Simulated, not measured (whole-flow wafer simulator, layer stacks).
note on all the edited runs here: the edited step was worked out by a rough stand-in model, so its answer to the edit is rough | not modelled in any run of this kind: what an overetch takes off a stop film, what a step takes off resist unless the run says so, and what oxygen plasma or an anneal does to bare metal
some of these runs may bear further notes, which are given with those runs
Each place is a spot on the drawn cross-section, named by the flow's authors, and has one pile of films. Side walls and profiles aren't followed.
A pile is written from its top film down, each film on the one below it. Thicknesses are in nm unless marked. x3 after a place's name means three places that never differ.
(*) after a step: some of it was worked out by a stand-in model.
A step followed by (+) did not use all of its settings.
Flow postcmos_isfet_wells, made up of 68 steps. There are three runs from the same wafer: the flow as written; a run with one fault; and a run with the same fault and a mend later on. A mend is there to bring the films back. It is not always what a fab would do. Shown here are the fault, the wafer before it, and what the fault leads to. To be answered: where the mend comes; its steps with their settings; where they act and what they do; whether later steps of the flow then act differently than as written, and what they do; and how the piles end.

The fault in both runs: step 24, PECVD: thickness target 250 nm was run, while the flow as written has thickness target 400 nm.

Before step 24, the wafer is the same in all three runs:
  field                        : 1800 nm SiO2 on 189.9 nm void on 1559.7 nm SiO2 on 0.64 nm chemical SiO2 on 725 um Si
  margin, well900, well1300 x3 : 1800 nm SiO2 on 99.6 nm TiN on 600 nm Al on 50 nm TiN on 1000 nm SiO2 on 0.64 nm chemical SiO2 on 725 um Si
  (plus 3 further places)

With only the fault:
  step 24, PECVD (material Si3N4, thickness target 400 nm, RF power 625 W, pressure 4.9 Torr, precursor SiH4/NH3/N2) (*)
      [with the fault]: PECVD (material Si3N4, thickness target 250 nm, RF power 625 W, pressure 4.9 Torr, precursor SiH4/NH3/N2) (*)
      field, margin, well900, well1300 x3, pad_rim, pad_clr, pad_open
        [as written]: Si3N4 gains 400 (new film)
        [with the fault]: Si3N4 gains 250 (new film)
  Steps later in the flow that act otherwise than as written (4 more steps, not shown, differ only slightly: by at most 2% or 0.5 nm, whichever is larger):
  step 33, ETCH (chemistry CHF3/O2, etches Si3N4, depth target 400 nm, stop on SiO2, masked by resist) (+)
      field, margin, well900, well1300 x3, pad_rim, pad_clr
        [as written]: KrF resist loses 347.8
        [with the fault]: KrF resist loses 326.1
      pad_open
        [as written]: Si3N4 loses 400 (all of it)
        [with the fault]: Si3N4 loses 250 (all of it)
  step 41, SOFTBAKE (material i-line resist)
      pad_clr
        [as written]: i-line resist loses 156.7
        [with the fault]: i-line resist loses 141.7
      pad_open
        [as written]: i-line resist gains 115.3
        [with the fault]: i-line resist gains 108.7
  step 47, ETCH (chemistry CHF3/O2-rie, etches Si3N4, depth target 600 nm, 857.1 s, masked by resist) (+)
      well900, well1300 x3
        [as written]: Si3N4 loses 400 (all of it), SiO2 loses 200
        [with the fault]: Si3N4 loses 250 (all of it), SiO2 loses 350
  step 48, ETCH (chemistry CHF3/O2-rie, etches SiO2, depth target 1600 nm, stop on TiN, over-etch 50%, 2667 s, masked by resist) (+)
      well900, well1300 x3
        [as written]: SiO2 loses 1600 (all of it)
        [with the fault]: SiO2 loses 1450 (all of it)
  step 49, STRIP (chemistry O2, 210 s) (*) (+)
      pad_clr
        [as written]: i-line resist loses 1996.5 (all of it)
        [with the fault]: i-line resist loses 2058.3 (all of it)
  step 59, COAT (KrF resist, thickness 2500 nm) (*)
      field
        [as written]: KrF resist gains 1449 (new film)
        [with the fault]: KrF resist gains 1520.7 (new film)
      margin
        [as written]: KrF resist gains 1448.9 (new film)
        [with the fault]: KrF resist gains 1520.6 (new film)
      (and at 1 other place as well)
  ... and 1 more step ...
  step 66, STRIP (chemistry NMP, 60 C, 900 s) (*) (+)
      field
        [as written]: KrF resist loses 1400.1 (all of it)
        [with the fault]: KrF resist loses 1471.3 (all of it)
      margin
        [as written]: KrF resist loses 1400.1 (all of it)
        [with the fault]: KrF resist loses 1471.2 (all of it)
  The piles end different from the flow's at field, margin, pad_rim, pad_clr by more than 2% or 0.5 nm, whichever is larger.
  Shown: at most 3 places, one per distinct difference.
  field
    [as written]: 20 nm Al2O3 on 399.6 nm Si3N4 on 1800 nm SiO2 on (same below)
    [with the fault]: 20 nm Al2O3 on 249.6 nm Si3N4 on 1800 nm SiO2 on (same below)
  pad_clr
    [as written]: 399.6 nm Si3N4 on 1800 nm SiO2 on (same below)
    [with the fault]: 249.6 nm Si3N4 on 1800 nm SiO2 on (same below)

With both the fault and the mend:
  The mend stands after step 24.
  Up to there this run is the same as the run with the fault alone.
  step 24a, PECVD (material Si3N4, thickness target 150 nm, RF power 625 W, pressure 4.9 Torr, precursor SiH4/NH3/N2) (*) (a further turn of the flow's step 24, with different settings)
      field, margin, well900, well1300 x3, pad_rim, pad_clr, pad_open
        Si3N4 gains 150
  Later steps of the flow that are run all act as written at every place that is followed.
  By the end, the piles equal the flow's at every place that both follow.
